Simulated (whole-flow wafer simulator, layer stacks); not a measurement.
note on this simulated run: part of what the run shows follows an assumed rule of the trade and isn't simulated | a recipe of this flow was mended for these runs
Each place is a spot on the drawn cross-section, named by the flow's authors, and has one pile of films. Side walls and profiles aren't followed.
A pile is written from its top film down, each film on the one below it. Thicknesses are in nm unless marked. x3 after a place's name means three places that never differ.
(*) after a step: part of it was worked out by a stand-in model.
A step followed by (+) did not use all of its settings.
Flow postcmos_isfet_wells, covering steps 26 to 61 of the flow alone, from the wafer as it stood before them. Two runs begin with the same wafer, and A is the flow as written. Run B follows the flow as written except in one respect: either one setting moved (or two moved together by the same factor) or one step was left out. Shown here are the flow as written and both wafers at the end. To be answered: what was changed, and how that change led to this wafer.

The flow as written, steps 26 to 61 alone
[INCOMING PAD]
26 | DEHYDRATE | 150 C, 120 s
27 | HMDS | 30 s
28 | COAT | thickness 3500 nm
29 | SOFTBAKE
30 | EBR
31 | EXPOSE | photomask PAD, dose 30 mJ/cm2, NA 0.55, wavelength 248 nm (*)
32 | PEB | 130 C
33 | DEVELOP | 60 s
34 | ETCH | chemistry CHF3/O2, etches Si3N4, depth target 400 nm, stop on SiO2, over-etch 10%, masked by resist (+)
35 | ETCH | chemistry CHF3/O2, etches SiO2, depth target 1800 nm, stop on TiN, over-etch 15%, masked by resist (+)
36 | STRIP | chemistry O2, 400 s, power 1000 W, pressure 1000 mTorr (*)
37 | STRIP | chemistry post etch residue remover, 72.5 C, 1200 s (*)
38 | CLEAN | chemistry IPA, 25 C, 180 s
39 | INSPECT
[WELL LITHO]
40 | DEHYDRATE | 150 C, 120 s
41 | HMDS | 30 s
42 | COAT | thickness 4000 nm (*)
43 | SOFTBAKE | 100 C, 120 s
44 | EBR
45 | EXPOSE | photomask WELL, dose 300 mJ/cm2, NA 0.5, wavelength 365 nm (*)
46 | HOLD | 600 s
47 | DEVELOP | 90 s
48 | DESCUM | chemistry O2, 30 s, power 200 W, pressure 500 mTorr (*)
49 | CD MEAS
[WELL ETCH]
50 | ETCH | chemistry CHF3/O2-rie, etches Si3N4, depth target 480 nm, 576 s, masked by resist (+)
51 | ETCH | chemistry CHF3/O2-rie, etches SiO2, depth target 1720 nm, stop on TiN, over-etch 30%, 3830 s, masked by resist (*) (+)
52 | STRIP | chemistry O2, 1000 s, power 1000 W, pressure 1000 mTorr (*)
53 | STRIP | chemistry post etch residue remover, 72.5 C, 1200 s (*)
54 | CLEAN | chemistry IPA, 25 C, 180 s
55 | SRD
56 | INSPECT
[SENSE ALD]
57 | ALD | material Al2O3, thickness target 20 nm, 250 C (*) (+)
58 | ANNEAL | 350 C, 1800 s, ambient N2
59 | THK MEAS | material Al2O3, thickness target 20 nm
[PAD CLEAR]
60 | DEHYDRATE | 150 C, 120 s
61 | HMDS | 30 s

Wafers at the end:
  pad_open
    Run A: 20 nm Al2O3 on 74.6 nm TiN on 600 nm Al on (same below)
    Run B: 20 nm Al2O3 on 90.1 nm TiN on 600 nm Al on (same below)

What caused this: step 34, ETCH: depth target 220 nm was run, whereas the flow has depth target 400 nm.

The path from the change to this, step by step:
  34 | ETCH | chemistry CHF3/O2, etches Si3N4, depth target 400 nm, stop on SiO2, over-etch 10%, masked by resist (+)
      pad_open: A Si3N4 loses 400 (all of it), SiO2 loses 20 | B Si3N4 loses 242
      field, margin x2, well900 x4, pad_clr: A thick-KrF-resist loses 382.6 | B thick-KrF-resist loses 210.4
  35 | ETCH | chemistry CHF3/O2, etches SiO2, depth target 1800 nm, stop on TiN, over-etch 15%, masked by resist (+)
      pad_open: A SiO2 loses 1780 (all of it), TiN loses 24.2 | B Si3N4 loses 158 (all of it), SiO2 loses 1800 (all of it), TiN loses 8.67
  36 | STRIP | chemistry O2, 400 s, power 1000 W, pressure 1000 mTorr (*)
      field, margin x2, well900 x4, pad_clr: A thick-KrF-resist loses 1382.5 (all of it) | B thick-KrF-resist loses 1535.5 (all of it)
